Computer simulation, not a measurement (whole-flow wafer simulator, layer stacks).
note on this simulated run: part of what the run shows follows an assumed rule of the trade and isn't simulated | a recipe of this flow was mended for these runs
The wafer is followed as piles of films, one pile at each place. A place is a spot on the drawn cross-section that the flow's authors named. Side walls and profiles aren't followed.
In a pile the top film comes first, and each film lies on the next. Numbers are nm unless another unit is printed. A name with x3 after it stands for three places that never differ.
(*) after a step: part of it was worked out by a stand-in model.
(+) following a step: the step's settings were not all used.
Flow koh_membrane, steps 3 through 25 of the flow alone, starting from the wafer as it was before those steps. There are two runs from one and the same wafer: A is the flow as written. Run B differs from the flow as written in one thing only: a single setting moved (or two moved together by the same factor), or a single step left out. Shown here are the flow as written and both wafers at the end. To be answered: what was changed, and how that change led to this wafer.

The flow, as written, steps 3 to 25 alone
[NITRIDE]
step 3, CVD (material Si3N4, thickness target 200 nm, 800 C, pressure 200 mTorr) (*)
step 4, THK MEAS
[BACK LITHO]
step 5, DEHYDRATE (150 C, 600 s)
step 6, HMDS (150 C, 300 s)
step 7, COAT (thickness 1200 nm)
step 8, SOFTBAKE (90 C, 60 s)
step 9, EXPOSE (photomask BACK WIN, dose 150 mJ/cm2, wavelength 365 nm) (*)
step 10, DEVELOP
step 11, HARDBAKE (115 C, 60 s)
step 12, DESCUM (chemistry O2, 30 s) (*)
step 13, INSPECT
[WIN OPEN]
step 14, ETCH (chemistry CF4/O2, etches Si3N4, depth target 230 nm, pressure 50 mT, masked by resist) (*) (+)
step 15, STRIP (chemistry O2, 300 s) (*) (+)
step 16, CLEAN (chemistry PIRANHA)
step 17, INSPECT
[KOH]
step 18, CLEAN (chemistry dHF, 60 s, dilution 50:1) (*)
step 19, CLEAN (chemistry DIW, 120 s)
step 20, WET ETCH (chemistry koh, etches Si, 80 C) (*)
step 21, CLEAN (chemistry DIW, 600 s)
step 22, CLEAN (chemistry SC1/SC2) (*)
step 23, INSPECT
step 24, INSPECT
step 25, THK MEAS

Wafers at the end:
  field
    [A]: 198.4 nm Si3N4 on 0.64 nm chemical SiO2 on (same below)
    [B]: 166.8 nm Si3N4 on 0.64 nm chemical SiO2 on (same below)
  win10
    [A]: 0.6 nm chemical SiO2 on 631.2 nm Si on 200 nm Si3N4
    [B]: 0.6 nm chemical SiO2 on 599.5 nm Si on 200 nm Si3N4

What caused this: step 3, CVD: 788 C was run, while the flow as written has 800 C.

How this came from the change, step by step:
  step 3, CVD (material Si3N4, thickness target 200 nm, 800 C, pressure 200 mTorr) (*)
      field, win20 x4, win10: A +200 Si3N4 (new film) | B +168.4 Si3N4 (new film)
  step 14, ETCH (chemistry CF4/O2, etches Si3N4, depth target 230 nm, pressure 50 mT, masked by resist) (*) (+)
      win20 x4, win10: A -200 Si3N4 (all of it), -0.64 chemical SiO2 (all of it), -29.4 Si | B -168.4 Si3N4 (all of it), -0.64 chemical SiO2 (all of it), -61 Si
